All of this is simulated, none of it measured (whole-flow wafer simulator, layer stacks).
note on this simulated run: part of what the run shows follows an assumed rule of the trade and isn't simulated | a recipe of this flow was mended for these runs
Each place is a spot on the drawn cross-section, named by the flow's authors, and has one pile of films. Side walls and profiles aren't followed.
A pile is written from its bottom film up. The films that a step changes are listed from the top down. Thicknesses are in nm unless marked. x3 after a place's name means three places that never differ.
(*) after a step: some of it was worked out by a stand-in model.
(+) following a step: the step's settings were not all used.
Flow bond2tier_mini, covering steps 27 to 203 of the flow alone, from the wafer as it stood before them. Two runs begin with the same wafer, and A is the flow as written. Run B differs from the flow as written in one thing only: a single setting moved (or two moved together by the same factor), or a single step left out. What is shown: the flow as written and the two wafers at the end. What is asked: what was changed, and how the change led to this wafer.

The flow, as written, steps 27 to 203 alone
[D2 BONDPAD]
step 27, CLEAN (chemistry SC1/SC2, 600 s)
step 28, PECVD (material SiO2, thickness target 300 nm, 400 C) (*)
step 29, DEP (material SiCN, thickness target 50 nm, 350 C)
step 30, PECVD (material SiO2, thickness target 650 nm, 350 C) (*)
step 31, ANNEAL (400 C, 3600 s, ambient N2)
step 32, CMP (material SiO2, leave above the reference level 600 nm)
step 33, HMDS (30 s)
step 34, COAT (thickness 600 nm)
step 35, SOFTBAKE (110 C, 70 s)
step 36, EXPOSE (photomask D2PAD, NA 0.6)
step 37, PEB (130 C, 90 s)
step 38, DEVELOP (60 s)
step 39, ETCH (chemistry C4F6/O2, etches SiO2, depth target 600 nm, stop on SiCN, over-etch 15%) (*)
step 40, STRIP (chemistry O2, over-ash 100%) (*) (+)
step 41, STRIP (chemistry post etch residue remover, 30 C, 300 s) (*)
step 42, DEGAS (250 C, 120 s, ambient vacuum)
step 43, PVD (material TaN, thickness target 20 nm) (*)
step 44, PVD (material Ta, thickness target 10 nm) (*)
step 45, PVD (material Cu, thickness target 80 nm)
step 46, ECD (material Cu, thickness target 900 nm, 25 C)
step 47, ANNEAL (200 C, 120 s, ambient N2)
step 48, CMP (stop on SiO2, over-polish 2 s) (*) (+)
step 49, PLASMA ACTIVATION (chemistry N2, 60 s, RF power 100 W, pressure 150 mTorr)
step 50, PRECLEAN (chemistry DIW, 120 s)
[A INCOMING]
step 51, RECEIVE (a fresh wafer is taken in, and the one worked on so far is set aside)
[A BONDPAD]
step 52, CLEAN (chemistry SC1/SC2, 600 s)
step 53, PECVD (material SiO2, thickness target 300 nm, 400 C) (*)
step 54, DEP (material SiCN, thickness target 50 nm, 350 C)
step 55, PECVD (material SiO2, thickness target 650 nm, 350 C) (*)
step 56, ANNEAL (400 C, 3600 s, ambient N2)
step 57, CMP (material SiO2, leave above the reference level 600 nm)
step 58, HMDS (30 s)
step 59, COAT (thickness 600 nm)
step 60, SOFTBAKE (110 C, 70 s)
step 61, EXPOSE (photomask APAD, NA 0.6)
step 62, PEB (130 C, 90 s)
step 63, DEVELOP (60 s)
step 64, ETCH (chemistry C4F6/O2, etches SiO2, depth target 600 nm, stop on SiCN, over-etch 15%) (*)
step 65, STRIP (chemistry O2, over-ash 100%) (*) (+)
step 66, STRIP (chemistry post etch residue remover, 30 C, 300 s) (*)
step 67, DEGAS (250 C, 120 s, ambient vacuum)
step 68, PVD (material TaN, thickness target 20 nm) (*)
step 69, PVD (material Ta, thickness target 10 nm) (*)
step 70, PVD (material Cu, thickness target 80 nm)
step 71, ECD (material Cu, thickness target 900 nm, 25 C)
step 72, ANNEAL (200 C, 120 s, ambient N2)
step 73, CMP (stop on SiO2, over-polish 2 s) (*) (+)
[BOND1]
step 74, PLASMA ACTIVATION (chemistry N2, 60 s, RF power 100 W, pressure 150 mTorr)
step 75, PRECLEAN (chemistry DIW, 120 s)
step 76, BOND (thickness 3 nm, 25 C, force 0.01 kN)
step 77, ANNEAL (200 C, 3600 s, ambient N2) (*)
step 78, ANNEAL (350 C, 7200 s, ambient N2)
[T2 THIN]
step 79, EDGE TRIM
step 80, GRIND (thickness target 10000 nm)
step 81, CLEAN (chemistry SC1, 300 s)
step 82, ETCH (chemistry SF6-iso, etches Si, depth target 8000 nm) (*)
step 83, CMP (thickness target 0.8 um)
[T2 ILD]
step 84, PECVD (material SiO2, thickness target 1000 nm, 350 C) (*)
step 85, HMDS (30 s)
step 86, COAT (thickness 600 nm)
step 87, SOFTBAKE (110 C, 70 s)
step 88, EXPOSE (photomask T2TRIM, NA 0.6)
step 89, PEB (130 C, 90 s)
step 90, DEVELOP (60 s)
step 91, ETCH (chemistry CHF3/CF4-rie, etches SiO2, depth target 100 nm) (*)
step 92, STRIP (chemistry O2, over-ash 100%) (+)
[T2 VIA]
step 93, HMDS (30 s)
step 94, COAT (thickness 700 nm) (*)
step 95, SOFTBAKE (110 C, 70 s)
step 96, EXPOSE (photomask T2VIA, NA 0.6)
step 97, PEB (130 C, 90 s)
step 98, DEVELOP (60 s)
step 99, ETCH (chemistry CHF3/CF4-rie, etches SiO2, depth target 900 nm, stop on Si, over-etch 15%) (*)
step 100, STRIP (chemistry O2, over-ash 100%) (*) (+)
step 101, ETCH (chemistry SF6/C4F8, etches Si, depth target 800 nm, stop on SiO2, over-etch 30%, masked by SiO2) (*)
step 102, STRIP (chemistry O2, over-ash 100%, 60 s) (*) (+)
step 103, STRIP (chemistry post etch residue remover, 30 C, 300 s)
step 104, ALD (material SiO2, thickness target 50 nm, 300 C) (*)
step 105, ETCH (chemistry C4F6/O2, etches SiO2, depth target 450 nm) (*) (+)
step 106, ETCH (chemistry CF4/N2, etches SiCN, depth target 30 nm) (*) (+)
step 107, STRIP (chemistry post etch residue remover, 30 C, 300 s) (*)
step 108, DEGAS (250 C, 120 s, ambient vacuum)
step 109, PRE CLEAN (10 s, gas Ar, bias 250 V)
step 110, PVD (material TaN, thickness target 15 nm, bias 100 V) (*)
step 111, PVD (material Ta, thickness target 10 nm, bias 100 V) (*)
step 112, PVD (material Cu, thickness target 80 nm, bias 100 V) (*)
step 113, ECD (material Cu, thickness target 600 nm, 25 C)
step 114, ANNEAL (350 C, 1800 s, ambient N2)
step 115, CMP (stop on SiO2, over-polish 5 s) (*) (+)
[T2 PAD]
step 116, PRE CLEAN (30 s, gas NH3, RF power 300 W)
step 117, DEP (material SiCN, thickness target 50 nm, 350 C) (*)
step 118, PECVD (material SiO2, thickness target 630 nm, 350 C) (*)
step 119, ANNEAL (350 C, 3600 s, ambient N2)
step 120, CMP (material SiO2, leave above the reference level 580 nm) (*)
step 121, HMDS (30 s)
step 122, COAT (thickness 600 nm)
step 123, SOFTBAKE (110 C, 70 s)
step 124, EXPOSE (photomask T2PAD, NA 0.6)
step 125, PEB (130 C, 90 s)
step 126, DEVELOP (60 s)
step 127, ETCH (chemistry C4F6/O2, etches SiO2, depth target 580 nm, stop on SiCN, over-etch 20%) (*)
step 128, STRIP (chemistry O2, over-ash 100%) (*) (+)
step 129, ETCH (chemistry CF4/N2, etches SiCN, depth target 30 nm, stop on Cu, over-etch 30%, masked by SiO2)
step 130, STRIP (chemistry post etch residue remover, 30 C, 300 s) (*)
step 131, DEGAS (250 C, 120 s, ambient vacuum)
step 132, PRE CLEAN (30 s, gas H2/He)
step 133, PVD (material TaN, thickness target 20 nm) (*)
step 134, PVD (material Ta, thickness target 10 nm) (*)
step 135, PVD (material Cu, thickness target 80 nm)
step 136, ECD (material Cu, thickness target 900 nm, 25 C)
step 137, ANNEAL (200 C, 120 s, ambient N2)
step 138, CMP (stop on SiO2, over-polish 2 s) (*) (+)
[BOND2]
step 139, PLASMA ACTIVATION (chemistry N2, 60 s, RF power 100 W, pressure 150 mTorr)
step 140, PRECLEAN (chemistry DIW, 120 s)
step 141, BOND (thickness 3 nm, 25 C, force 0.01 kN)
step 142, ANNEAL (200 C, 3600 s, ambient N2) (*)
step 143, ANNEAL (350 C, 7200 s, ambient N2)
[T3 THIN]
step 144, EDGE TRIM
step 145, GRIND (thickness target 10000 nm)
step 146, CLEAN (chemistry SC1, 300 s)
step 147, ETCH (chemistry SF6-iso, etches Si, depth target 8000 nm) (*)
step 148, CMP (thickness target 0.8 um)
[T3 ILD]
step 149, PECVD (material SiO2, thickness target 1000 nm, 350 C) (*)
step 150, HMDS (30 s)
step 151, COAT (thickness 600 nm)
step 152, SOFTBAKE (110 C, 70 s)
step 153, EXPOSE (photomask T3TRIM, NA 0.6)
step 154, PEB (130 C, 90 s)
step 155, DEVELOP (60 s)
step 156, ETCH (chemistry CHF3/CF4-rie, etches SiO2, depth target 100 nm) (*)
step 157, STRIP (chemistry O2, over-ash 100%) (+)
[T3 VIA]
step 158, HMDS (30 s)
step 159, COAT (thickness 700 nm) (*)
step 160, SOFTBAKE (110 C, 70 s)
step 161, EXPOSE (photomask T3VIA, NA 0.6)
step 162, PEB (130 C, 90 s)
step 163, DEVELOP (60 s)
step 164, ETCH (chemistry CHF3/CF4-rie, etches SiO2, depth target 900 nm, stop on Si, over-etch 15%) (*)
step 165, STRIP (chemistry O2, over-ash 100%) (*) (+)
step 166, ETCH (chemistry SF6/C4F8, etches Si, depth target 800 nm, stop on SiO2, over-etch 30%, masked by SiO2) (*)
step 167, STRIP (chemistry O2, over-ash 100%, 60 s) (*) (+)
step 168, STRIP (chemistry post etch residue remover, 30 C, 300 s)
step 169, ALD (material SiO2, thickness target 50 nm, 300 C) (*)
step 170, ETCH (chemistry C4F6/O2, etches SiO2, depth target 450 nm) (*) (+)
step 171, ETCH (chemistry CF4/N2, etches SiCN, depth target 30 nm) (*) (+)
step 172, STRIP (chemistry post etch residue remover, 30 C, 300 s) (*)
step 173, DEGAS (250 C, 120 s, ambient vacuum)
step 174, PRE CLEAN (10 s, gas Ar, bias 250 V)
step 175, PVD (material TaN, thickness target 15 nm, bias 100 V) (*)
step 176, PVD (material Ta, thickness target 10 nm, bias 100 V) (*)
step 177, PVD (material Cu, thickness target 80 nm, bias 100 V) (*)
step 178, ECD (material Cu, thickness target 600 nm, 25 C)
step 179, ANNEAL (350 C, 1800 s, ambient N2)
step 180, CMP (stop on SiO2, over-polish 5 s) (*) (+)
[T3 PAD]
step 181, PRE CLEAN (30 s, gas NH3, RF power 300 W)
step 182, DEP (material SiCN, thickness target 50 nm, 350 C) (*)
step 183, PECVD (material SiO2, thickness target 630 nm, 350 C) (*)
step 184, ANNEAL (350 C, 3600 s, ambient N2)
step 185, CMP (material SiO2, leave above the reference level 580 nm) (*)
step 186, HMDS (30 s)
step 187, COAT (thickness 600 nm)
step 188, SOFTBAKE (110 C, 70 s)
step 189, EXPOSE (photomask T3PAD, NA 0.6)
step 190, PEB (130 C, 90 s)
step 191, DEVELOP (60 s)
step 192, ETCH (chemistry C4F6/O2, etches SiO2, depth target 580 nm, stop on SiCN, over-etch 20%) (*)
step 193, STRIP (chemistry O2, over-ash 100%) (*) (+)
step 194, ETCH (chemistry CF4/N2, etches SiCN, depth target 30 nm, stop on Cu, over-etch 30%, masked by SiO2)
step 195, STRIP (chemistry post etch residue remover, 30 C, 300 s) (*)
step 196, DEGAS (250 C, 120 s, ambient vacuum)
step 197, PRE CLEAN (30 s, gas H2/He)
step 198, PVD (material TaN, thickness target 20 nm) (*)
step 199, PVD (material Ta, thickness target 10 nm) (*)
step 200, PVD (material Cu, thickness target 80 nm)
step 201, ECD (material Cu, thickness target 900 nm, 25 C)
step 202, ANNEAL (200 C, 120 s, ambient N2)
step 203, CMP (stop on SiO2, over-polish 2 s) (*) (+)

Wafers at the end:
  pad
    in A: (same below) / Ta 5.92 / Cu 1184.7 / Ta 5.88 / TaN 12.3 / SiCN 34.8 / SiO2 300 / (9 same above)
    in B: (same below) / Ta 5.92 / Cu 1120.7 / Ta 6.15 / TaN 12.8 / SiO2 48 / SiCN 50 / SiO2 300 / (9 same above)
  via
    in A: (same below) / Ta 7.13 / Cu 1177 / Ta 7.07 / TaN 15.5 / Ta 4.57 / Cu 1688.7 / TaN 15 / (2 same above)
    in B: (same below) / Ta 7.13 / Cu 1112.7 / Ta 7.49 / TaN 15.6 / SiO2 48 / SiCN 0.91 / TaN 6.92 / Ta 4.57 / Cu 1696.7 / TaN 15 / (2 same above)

What caused this: step 39, ETCH: depth target 480 nm was run, whereas the flow has depth target 600 nm.

The path from the change to this, step by step:
  step 39, ETCH (chemistry C4F6/O2, etches SiO2, depth target 600 nm, stop on SiCN, over-etch 15%) (*)
      pad, via: A -600 SiO2 (all of it), -15.2 SiCN | B -552 SiO2
      field: A -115 thick-KrF-resist | B -92 thick-KrF-resist
  step 40, STRIP (chemistry O2, over-ash 100%) (*) (+)
      field: A -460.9 thick-KrF-resist (all of it) | B -483.9 thick-KrF-resist (all of it)
  step 43, PVD (material TaN, thickness target 20 nm) (*)
      via: A +14.9 TaN (new film) | B +15.6 TaN (new film)
  step 45, PVD (material Cu, thickness target 80 nm)
      pad: A +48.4 Cu (new film) | B +50.4 Cu (new film)
      via: A +59 Cu (new film) | B +62.1 Cu (new film)
  step 46, ECD (material Cu, thickness target 900 nm, 25 C)
      pad: A +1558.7 Cu | B +1492.6 Cu
      via: A +1544.3 Cu | B +1476.8 Cu
  step 141, BOND (thickness 3 nm, 25 C, force 0.01 kN)
      pad: A +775 um Si (new film), +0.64 chemical SiO2 (new film), +300 SiO2 (new film), +34.8 SiCN (new film), +12.3 TaN (new film), +5.88 Ta (new film), +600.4 Cu | B +775 um Si (new film), +0.64 chemical SiO2 (new film), +300 SiO2 (new film), +50 SiCN (new film), +48 SiO2 (new film), +12.8 TaN (new film), +6.15 Ta (new film), +536.4 Cu
      via: A +775 um Si (new film), +0.64 chemical SiO2 (new film), +300 SiO2 (new film), +34.8 SiCN (new film), +14.9 TaN (new film), +7.07 Ta (new film), +596.6 Cu | B +775 um Si (new film), +0.64 chemical SiO2 (new film), +300 SiO2 (new film), +50 SiCN (new film), +48 SiO2 (new film), +15.6 TaN (new film), +7.49 Ta (new film), +532.2 Cu
  step 171, ETCH (chemistry CF4/N2, etches SiCN, depth target 30 nm) (*) (+)
      via: A -17.6 SiCN (all of it), -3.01 TaN | B -30 SiCN
  step 174, PRE CLEAN (10 s, gas Ar, bias 250 V)
      via: A -3.19 TaN | B -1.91 SiCN
  step 175, PVD (material TaN, thickness target 15 nm, bias 100 V) (*)
      via: A +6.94 TaN | B +6.92 TaN (new film)
With metal films that touch counted as one body, via has 2 bodies (between them, from the top down: SiCN 0.91 / SiO2 48); the flow as written gives 1 body.
